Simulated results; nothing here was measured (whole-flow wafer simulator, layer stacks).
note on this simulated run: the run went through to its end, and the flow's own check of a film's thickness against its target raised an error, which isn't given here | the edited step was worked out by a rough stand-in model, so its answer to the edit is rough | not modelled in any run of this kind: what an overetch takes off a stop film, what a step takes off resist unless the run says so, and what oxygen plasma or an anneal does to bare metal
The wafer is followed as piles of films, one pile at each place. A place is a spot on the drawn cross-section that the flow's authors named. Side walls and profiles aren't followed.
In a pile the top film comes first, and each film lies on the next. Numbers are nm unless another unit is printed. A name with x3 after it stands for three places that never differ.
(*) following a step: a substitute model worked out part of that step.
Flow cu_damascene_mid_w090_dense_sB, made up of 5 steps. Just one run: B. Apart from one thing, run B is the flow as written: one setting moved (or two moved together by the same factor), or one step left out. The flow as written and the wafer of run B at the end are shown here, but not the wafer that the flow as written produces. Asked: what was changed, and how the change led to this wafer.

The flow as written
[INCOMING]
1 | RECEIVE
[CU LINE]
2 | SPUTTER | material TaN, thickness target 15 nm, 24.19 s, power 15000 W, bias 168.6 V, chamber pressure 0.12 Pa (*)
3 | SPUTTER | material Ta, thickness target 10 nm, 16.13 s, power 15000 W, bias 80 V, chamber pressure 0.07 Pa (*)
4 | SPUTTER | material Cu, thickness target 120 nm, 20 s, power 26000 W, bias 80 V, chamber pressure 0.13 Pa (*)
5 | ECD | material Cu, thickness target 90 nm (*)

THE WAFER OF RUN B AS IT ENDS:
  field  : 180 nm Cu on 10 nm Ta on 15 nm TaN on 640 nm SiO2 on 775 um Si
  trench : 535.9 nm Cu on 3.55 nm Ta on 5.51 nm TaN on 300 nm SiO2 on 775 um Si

The reason: step 4, SPUTTER: thickness target 90 nm was run, while the flow as written has thickness target 120 nm; step 4, SPUTTER: 15 s was run, where the flow has 20 s.

Step by step, how the change led to this:
  4 | SPUTTER | material Cu, thickness target 120 nm, 20 s, power 26000 W, bias 80 V, chamber pressure 0.13 Pa (*)
      field: +90 Cu (new film) (it would be, as written: +120 Cu (new film))
      trench: +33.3 Cu (new film) (it would be, as written: +44.3 Cu (new film))
  5 | ECD | material Cu, thickness target 90 nm (*)
      trench: +502.7 Cu (it would be, as written: +521.6 Cu)
